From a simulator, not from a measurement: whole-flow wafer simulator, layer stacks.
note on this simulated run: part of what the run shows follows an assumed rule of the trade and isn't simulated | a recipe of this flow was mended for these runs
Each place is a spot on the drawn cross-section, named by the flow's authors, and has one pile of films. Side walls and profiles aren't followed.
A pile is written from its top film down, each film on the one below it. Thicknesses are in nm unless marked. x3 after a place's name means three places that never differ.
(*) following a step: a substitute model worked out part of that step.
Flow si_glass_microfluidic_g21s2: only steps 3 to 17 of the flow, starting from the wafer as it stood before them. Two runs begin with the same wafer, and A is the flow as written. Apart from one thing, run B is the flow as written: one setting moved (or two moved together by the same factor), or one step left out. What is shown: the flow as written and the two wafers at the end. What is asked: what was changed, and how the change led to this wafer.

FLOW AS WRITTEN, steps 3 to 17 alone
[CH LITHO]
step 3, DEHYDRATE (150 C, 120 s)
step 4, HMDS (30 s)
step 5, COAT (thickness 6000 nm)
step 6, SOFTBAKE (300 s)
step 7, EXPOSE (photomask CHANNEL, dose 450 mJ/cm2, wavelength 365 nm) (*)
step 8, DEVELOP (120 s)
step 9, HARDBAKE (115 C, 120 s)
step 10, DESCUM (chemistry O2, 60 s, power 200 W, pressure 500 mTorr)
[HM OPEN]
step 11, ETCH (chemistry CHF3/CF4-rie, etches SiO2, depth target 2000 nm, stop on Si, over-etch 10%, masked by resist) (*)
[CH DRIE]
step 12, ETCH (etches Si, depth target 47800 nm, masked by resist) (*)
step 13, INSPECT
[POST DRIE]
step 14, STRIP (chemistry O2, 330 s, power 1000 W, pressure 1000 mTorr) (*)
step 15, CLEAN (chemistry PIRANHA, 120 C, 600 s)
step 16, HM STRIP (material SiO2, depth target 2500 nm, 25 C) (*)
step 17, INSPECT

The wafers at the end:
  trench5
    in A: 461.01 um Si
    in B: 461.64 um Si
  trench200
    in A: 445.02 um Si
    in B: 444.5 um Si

What caused this: step 5, COAT: thickness 8700 nm was run, whereas the flow has thickness 6000 nm.

The path from the change to this, step by step:
  step 5, COAT (thickness 6000 nm)
      land, trench20, trench5, trench200: A +6000 thick-i-line-resist (new film) | B +8700 thick-i-line-resist (new film)
  step 8, DEVELOP (120 s)
      trench20, trench5, trench200: A -6000 thick-i-line-resist (all of it) | B -8700 thick-i-line-resist (all of it)
  step 9, HARDBAKE (115 C, 120 s)
      land: A -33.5 thick-i-line-resist | B -57.8 thick-i-line-resist
  step 12, ETCH (etches Si, depth target 47800 nm, masked by resist) (*)
      trench5: A -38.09 um Si | B -37.46 um Si
      trench200: A -54.08 um Si | B -54.59 um Si
  step 14, STRIP (chemistry O2, 330 s, power 1000 W, pressure 1000 mTorr) (*)
      land: A -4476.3 thick-i-line-resist (all of it) | B -7145.5 thick-i-line-resist (all of it)
